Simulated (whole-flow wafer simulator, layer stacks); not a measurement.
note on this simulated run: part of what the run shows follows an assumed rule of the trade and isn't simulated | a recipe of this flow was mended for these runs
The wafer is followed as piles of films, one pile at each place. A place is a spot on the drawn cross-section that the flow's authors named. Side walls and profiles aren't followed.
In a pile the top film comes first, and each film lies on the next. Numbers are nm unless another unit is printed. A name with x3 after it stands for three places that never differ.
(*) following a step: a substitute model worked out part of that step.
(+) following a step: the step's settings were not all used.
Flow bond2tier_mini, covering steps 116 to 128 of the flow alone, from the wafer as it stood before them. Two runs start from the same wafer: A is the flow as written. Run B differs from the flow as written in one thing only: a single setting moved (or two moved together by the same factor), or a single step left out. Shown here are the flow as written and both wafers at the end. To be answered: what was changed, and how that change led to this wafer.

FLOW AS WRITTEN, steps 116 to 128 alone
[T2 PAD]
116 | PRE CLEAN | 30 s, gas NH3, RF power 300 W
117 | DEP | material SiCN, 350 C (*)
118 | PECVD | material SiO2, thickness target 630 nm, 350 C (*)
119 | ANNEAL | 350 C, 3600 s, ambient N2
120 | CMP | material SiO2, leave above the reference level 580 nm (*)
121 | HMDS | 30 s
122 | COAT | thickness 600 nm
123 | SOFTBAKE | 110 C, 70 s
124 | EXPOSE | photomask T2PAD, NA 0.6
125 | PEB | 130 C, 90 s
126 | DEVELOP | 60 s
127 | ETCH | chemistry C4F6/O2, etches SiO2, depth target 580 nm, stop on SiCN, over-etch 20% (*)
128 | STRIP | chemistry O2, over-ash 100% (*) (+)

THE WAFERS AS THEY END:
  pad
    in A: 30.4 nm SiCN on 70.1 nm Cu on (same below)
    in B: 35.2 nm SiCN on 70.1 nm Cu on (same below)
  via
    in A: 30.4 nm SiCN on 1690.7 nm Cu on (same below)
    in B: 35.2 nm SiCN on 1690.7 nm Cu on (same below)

What caused this: step 127, ETCH: depth target 556.6 nm was run, while the flow as written has depth target 580 nm.

The path from the change to this, step by step:
  127 | ETCH | chemistry C4F6/O2, etches SiO2, depth target 580 nm, stop on SiCN, over-etch 20% (*)
      pad, via: A -580 SiO2 (all of it), -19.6 SiCN | B -580 SiO2 (all of it), -14.8 SiCN
      field: A -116 thick-KrF-resist | B -111.3 thick-KrF-resist
